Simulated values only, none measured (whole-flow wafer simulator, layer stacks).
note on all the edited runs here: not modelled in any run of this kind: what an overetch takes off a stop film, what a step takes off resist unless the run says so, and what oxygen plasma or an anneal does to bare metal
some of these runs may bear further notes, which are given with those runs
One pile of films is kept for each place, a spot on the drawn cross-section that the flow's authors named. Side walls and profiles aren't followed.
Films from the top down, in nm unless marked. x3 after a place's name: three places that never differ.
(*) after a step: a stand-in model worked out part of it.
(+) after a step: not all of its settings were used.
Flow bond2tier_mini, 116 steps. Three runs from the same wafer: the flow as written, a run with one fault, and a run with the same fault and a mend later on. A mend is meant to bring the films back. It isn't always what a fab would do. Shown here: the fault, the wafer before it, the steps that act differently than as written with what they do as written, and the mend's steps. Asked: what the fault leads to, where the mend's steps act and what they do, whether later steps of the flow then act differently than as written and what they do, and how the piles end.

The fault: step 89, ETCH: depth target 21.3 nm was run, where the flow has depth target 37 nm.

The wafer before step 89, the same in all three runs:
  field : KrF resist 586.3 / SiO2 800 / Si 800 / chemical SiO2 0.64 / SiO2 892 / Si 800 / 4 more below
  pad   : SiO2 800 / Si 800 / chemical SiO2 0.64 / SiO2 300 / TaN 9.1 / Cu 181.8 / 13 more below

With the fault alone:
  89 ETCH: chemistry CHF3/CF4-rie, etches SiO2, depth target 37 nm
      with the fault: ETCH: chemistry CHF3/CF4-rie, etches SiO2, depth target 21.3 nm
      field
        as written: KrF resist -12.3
        with the fault: KrF resist -7.1
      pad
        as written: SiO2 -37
        with the fault: SiO2 -21.3
  Later steps of the flow that act differently than as written (4 more steps differ only slightly, by at most 2% or 0.5 nm, whichever is larger, and aren't shown):
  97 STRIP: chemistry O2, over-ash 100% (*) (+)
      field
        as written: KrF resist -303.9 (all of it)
        with the fault: KrF resist -310.6 (all of it)
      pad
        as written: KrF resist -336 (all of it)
        with the fault: KrF resist -329 (all of it)
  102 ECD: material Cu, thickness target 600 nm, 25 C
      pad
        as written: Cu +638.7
        with the fault: Cu +622.2
  At the end the piles differ from the flow's by more than 2% or 0.5 nm, whichever is larger, at pad.
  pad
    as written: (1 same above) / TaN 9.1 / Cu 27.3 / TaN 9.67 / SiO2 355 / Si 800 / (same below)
    with the fault: (1 same above) / TaN 9.1 / Cu 11.5 / TaN 9.81 / SiO2 370.7 / Si 800 / (same below)

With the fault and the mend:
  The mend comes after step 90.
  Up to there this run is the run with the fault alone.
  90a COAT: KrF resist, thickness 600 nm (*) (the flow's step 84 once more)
      field
        KrF resist +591 (new film)
      pad
        KrF resist +609.4 (new film)
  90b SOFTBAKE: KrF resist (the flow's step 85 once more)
      changes no film at any place that is followed
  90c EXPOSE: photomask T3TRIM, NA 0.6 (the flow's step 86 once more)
      changes no film at any place that is followed
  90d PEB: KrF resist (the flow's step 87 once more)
      changes no film at any place that is followed
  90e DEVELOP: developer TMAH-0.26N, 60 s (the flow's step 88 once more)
      field
        KrF resist -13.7
      pad
        KrF resist -609.4 (all of it)
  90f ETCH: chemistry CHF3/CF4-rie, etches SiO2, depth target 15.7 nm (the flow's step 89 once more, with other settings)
      field
        KrF resist -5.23
      pad
        SiO2 -15.7
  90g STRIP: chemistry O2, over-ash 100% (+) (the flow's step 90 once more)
      field
        KrF resist -572 (all of it)
  No later step of the flow acts differently than as written at any place that is followed.
  At the end the piles are the same as the flow's at every place that both follow.
